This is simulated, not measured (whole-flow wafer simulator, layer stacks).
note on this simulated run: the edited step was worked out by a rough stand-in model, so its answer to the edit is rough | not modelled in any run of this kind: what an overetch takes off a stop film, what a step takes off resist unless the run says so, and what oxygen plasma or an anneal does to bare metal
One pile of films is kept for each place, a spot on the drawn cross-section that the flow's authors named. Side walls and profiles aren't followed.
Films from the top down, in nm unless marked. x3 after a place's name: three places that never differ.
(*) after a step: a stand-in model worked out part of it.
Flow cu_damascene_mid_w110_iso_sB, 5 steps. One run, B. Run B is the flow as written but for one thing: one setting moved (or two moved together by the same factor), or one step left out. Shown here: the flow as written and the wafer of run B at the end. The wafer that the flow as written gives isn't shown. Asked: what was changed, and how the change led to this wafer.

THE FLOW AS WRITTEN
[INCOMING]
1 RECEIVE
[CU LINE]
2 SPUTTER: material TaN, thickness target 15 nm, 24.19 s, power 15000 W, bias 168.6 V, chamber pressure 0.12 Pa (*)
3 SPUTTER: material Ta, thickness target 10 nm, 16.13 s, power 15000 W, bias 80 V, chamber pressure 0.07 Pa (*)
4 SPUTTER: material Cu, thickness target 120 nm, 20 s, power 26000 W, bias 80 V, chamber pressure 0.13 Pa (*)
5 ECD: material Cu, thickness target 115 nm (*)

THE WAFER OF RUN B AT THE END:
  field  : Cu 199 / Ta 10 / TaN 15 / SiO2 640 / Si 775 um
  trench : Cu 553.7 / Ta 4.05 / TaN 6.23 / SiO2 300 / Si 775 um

The cause: step 4, SPUTTER: thickness target 84 nm was run, where the flow has thickness target 120 nm.

How the change led to this, step by step:
  4 SPUTTER: material Cu, thickness target 120 nm, 20 s, power 26000 W, bias 80 V, chamber pressure 0.13 Pa (*)
      field: Cu +84 (new film) (as written it would be: Cu +120 (new film))
      trench: Cu +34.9 (new film) (as written it would be: Cu +49.9 (new film))
  5 ECD: material Cu, thickness target 115 nm (*)
      trench: Cu +518.8 (as written it would be: Cu +539.8)
